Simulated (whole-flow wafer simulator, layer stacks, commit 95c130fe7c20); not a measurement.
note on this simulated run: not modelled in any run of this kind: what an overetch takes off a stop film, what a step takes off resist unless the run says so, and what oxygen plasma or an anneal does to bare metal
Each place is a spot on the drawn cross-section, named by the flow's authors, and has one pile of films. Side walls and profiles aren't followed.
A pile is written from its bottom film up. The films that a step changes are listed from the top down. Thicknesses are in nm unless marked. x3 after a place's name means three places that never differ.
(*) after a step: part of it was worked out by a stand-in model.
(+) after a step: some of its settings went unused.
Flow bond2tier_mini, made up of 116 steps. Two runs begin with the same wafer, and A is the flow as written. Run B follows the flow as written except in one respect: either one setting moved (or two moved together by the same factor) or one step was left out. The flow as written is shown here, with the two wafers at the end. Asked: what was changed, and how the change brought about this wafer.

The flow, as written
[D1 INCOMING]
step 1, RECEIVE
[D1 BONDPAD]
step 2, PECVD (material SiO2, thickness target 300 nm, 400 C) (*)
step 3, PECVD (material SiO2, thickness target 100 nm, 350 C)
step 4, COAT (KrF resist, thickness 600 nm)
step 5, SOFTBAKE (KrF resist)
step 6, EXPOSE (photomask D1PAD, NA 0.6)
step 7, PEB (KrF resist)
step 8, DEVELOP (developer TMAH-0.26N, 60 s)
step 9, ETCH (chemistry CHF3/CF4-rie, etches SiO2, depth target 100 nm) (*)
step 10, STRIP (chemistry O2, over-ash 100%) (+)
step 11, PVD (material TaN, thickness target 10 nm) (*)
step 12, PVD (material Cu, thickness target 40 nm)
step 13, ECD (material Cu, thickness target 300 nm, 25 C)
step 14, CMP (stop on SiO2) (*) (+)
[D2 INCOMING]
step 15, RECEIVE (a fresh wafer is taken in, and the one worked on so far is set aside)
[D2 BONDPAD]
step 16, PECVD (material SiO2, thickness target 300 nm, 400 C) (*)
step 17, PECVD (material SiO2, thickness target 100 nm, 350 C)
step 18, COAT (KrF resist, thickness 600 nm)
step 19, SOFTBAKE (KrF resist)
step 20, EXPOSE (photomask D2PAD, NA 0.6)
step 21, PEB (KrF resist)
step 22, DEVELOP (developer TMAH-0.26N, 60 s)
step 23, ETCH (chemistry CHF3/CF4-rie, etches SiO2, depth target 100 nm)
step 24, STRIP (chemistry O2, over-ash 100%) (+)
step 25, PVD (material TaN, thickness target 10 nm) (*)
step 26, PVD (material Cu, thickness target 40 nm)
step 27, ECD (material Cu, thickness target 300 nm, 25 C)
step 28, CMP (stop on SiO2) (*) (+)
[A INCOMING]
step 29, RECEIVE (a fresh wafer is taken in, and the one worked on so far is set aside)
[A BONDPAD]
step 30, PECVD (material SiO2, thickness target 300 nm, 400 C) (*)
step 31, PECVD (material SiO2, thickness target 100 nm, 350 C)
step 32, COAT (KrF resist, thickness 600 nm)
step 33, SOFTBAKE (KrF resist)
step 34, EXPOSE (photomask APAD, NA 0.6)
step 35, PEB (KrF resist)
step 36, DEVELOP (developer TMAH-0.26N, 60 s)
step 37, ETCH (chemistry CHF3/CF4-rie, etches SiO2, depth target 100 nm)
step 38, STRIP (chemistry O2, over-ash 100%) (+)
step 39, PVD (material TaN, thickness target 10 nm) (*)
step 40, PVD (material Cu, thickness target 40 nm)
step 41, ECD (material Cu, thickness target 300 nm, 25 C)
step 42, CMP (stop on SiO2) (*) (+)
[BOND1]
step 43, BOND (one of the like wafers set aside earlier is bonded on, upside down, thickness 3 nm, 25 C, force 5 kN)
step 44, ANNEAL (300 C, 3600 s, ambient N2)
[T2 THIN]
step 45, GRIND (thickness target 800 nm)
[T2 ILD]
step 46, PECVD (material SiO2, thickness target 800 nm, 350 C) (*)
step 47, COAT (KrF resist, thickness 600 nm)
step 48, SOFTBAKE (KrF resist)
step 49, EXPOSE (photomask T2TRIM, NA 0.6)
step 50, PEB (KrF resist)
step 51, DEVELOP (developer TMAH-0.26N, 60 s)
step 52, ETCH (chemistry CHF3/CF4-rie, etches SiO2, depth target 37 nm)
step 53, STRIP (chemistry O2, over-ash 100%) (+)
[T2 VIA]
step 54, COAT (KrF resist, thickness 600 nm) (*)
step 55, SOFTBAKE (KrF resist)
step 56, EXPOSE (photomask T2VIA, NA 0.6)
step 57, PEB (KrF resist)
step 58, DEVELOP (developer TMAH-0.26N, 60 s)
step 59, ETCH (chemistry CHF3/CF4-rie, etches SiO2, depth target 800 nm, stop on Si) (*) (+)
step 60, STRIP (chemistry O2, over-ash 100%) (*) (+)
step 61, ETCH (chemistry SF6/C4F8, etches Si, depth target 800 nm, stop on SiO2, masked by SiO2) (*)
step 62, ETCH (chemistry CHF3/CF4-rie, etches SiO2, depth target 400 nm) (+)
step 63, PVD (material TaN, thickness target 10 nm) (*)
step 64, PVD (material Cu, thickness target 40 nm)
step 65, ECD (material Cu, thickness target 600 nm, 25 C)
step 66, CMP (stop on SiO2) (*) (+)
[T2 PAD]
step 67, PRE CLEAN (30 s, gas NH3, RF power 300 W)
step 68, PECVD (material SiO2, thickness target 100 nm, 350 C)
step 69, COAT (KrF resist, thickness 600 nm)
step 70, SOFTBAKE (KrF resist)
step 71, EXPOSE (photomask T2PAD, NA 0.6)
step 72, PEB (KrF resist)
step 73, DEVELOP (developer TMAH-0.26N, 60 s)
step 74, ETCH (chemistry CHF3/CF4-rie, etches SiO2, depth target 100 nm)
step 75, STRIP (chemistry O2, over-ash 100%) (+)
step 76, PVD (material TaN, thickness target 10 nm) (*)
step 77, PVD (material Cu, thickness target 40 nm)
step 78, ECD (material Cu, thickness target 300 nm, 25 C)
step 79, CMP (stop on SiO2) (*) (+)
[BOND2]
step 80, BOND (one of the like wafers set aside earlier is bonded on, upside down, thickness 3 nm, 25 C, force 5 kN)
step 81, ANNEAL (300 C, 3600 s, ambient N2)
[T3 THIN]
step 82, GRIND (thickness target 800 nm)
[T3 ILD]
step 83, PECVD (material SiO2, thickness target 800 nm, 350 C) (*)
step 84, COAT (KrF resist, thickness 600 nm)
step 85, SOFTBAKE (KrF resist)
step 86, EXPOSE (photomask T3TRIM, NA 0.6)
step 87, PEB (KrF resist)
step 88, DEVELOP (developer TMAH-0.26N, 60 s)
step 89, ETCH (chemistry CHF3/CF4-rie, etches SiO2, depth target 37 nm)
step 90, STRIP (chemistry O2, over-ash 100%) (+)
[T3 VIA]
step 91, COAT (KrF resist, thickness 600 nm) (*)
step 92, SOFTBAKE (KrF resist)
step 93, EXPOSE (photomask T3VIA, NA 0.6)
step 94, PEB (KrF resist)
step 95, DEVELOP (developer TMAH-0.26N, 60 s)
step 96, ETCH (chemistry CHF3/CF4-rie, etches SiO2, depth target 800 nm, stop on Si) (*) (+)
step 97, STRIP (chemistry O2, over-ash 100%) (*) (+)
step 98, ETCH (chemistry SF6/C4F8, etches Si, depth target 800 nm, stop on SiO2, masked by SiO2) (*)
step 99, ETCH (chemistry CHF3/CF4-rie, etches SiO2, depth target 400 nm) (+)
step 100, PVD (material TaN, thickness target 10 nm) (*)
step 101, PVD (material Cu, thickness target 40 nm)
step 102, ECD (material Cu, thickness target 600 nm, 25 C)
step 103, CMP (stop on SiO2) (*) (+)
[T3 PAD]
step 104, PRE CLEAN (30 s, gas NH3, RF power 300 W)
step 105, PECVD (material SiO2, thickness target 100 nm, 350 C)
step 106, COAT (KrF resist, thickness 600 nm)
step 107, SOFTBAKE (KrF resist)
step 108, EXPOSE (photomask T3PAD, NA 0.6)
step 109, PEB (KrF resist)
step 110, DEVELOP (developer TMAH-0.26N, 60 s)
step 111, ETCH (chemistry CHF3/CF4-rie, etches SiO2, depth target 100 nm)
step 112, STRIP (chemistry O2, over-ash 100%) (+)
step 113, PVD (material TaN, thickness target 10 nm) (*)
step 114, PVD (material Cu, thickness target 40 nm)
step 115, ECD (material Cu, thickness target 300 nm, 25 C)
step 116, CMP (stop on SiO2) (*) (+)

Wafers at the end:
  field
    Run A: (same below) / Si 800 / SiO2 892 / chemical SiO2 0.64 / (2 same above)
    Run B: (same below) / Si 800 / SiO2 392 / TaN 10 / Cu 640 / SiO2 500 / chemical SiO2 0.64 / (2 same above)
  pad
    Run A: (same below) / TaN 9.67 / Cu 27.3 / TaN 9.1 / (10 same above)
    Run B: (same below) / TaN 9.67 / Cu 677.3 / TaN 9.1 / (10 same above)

What caused this: step 66, CMP: stop on SiO2 (*) (+), was omitted.

How this came from the change, step by step:
  step 68, PECVD (material SiO2, thickness target 100 nm, 350 C)
      field: A SiO2 gains 100 | B SiO2 gains 100 (new film)
Taking metal films that touch as one body, field has 1 body; the flow as written gives 0 bodies.
